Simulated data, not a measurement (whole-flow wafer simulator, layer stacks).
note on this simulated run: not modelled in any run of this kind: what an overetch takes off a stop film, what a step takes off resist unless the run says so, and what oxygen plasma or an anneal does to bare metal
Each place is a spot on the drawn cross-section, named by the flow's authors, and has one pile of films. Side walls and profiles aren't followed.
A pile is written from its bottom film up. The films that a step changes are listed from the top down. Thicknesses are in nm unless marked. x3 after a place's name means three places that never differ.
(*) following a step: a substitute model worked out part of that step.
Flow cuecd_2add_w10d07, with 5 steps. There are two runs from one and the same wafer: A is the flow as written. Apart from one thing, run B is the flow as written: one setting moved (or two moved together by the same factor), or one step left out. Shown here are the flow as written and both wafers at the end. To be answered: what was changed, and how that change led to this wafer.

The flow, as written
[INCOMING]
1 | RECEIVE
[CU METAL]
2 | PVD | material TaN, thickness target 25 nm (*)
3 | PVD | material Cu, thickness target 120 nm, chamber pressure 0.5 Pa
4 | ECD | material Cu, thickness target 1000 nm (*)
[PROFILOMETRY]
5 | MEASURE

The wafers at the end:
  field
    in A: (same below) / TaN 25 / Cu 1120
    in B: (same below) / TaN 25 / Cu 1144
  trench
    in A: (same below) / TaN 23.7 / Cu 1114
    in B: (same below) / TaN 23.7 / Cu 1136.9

The reason: step 3, PVD: thickness target 144 nm was run, whereas the flow has thickness target 120 nm.

How this came from the change, step by step:
  3 | PVD | material Cu, thickness target 120 nm, chamber pressure 0.5 Pa
      field: A Cu gains 120 (new film) | B Cu gains 144 (new film)
      trench: A Cu gains 114 (new film) | B Cu gains 136.9 (new film)
